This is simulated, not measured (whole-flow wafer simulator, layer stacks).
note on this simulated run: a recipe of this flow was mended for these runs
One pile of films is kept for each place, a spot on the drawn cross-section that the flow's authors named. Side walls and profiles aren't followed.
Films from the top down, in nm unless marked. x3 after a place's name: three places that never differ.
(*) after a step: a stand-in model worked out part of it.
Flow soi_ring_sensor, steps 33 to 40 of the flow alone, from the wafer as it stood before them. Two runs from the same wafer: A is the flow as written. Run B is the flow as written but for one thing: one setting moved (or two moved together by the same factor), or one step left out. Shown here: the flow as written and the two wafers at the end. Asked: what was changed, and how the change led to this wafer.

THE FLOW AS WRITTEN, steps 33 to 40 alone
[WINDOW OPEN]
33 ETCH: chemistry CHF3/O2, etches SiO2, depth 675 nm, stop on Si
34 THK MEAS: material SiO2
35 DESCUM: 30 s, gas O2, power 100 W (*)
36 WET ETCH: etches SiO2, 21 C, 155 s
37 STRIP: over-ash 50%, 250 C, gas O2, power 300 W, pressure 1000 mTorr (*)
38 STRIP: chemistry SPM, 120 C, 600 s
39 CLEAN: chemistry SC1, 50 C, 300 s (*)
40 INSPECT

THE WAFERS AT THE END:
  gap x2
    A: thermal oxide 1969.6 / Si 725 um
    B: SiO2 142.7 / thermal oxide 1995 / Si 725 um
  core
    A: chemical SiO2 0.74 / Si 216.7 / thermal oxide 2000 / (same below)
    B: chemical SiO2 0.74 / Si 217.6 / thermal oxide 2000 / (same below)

The cause: step 36, WET ETCH: 78 s was run, where the flow has 155 s.

How the change led to this, step by step:
  36 WET ETCH: etches SiO2, 21 C, 155 s
      gap x2: A SiO2 -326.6 (all of it), thermal oxide -25 | B SiO2 -183.3
      core: A SiO2 -102.4 (all of it), chemical SiO2 -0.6 (all of it), Si -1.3 | B SiO2 -102.4 (all of it), chemical SiO2 -0.6 (all of it), Si -0.4
  39 CLEAN: chemistry SC1, 50 C, 300 s (*)
      gap x2: A thermal oxide -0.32 | B SiO2 -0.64
